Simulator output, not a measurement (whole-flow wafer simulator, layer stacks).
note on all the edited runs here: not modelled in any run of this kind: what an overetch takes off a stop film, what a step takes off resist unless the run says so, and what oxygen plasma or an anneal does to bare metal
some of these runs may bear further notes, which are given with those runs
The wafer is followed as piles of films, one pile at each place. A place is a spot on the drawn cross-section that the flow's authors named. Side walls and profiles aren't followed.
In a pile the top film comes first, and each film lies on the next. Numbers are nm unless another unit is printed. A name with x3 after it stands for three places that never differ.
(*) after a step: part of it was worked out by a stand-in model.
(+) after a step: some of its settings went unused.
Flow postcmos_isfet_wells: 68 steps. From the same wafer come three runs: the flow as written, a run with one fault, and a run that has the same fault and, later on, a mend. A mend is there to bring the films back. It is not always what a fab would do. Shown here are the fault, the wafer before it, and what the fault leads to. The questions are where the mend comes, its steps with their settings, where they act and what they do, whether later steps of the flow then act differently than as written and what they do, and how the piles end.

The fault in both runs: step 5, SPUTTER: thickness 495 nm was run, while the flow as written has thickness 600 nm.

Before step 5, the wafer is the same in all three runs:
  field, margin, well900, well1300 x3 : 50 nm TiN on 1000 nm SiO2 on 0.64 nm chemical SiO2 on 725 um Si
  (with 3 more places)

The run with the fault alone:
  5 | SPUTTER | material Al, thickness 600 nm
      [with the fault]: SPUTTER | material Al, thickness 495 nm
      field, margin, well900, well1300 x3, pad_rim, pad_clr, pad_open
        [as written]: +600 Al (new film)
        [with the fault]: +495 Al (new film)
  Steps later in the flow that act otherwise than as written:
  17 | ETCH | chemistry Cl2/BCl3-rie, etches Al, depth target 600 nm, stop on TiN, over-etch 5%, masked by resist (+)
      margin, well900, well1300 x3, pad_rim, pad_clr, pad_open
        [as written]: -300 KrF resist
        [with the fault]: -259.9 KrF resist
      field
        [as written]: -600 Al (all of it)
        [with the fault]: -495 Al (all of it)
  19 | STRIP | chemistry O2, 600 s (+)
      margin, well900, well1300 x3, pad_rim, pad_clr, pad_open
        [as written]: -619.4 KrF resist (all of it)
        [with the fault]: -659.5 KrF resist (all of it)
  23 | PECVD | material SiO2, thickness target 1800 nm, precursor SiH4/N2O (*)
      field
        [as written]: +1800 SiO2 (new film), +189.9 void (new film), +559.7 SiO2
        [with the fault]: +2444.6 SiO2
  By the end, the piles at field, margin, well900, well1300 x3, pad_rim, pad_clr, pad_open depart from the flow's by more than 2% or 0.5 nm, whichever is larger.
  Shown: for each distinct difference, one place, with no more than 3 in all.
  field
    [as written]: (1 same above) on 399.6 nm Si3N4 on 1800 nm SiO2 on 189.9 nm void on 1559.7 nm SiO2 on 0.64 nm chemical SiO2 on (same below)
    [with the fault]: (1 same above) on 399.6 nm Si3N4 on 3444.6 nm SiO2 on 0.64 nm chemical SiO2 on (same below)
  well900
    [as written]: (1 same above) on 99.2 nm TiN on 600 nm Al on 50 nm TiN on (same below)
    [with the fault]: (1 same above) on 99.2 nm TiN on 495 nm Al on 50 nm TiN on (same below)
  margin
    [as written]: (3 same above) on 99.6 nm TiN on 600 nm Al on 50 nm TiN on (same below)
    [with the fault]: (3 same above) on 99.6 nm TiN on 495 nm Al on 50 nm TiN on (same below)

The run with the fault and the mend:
  The mend stands after step 5.
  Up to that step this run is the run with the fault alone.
  5a | SPUTTER | material Al, thickness 105 nm (a further turn of the flow's step 5, with different settings)
      field, margin, well900, well1300 x3, pad_rim, pad_clr, pad_open
        +105 Al
  Later steps of the flow that are run all act as written at every place that is followed.
  The piles end the same as the flow's at every place that both follow.
